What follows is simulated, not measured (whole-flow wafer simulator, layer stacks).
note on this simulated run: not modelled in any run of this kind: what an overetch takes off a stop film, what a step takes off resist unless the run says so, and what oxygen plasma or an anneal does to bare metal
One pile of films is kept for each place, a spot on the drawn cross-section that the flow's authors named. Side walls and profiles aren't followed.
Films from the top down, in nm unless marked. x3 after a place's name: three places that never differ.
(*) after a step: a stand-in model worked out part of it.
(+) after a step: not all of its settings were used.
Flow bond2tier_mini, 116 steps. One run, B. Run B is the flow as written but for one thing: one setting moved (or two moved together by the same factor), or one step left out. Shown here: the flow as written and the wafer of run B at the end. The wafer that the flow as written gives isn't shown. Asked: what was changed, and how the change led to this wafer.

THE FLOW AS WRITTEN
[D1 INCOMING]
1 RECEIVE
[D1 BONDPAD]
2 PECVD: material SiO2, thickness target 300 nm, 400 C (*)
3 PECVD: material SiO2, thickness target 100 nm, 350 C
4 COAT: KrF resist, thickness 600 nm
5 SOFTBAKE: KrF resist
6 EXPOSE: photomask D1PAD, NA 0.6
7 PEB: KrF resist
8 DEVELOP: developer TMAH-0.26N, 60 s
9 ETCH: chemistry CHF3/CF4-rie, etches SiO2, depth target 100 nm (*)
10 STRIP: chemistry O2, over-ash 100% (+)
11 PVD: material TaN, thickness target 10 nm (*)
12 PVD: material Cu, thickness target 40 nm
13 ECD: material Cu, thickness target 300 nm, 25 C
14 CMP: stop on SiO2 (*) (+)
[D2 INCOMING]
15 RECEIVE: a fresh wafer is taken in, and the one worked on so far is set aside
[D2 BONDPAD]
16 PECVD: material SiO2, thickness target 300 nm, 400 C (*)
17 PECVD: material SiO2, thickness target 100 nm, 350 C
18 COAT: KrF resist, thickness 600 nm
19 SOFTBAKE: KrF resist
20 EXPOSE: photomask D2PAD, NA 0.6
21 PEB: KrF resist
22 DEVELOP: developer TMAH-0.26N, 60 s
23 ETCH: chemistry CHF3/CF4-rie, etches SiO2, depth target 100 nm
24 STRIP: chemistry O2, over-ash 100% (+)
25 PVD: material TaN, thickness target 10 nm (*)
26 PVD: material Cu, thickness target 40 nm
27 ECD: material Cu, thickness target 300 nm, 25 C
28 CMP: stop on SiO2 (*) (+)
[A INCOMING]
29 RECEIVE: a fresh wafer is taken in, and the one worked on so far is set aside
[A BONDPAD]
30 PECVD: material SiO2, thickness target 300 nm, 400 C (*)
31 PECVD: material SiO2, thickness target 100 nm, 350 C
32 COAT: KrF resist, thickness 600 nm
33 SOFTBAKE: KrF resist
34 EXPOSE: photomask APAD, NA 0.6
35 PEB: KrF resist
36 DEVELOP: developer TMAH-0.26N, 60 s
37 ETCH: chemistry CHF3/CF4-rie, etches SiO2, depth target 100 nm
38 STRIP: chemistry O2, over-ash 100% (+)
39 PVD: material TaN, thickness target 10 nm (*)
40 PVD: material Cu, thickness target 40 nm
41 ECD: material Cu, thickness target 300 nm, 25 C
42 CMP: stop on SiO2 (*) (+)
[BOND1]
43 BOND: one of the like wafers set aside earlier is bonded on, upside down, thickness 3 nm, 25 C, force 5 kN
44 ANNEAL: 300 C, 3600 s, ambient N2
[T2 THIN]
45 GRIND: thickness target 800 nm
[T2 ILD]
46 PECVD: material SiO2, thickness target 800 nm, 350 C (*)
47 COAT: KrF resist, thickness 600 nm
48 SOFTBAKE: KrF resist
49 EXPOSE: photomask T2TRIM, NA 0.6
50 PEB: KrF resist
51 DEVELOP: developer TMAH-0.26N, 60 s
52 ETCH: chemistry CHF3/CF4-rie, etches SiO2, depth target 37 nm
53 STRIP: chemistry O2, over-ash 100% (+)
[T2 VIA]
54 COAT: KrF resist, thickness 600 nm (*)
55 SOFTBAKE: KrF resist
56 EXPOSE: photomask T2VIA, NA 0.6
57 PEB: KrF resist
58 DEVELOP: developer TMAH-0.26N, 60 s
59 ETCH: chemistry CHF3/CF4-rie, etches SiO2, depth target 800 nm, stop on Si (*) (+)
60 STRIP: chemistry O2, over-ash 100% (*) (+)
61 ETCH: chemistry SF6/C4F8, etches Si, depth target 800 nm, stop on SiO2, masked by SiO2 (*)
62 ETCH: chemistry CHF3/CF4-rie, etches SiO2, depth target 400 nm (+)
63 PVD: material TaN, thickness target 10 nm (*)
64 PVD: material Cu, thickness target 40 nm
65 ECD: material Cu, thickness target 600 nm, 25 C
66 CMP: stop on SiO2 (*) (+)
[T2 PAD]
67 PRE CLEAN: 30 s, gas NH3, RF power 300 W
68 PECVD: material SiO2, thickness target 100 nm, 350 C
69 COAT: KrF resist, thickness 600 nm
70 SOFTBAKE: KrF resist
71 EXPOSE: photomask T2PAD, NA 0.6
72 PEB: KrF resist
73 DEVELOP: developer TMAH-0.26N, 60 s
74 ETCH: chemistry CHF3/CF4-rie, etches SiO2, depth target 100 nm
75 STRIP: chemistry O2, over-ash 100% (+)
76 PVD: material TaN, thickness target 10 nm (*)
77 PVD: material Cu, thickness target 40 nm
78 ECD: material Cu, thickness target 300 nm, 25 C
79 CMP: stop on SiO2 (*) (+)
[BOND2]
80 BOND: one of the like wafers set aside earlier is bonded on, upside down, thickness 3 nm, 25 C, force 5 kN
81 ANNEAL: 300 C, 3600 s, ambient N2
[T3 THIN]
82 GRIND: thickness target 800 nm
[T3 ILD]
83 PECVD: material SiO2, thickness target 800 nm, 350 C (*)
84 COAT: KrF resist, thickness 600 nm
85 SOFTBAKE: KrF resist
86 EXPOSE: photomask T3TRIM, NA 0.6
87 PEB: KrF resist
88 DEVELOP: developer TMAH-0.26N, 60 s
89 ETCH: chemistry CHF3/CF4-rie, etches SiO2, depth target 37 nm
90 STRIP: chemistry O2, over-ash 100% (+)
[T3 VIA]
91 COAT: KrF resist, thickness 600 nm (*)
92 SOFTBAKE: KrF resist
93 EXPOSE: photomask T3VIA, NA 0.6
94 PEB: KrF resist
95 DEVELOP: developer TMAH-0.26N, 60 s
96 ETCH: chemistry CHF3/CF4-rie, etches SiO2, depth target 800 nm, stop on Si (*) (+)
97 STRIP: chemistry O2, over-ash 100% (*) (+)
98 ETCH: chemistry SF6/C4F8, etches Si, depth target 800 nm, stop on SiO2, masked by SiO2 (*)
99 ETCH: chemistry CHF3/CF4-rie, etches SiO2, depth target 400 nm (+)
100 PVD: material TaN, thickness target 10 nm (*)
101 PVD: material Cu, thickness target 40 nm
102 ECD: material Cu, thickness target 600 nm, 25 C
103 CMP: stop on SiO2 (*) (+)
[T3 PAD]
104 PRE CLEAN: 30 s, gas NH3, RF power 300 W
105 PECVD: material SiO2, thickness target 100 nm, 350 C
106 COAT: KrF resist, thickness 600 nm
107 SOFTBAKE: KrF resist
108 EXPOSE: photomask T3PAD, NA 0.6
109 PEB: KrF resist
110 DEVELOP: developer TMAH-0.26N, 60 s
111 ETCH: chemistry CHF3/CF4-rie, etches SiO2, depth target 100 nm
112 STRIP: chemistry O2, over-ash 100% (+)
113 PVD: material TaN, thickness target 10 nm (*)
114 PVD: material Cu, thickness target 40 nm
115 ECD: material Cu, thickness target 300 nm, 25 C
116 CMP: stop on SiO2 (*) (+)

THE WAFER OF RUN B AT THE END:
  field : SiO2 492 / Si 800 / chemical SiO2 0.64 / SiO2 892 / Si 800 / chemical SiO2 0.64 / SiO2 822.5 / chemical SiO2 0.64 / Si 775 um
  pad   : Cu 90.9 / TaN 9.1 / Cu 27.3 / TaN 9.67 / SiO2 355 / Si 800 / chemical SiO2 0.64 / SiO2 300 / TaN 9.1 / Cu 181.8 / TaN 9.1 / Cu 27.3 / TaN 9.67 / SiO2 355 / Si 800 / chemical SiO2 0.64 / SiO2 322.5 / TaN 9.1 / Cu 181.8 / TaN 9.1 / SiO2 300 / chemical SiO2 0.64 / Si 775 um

The cause: step 3, PECVD: thickness target 122.5 nm was run, where the flow has thickness target 100 nm.

How the change led to this, step by step:
  3 PECVD: material SiO2, thickness target 100 nm, 350 C
      field, pad, via: SiO2 +122.5 (as written it would be: SiO2 +100)
  43 BOND: one of the like wafers set aside earlier is bonded on, upside down, thickness 3 nm, 25 C, force 5 kN
      field: Si +775 um (new film), chemical SiO2 +0.64 (new film), SiO2 +422.5 (as written it would be: Si +775 um (new film), chemical SiO2 +0.64 (new film), SiO2 +400)
      pad: Si +775 um (new film), chemical SiO2 +0.64 (new film), SiO2 +322.5 (new film), TaN +9.1 (new film), Cu +90.9 (as written it would be: Si +775 um (new film), chemical SiO2 +0.64 (new film), SiO2 +300 (new film), TaN +9.1 (new film), Cu +90.9)
      (and at 1 more place)
